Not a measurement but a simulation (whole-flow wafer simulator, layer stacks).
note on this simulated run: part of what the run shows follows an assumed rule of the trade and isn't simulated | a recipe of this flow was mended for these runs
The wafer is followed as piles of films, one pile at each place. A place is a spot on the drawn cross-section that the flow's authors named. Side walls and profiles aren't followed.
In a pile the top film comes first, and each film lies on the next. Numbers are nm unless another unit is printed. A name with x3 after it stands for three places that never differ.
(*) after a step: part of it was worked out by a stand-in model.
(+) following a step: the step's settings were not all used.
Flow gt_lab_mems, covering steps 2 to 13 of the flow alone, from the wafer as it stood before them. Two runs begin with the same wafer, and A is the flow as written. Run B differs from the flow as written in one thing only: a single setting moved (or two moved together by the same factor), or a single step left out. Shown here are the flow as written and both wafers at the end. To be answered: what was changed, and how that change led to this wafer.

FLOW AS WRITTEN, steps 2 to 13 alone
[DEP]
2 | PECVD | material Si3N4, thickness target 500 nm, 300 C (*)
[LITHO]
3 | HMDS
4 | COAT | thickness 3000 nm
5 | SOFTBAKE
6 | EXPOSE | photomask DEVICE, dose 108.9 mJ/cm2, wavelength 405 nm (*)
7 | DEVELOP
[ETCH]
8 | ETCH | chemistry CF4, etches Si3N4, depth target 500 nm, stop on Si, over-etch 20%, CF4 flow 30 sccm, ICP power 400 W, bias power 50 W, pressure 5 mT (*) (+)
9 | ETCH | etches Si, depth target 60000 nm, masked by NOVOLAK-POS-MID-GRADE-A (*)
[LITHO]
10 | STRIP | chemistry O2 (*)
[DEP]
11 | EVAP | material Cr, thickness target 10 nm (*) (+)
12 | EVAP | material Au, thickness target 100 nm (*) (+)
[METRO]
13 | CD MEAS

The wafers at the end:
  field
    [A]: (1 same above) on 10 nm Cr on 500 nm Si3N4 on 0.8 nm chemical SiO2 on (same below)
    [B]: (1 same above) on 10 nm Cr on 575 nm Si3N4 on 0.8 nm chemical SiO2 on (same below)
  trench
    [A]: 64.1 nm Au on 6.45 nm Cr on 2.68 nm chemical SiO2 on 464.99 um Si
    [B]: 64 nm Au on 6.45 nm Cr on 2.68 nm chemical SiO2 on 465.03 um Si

Cause: step 2, PECVD: thickness target 575 nm was run, while the flow as written has thickness target 500 nm.
The wafer lets one read it off: field has Si3N4 575, and step 2 as written asks for 500 nm.

How this came from the change, step by step:
  2 | PECVD | material Si3N4, thickness target 500 nm, 300 C (*)
      field, trench: A Si3N4 gains 500 (new film) | B Si3N4 gains 575 (new film)
  8 | ETCH | chemistry CF4, etches Si3N4, depth target 500 nm, stop on Si, over-etch 20%, CF4 flow 30 sccm, ICP power 400 W, bias power 50 W, pressure 5 mT (*) (+)
      trench: A Si3N4 loses 500 (all of it), chemical SiO2 loses 0.8 (all of it), Si loses 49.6 | B Si3N4 loses 575 (all of it), chemical SiO2 loses 0.8 (all of it), Si loses 12.1
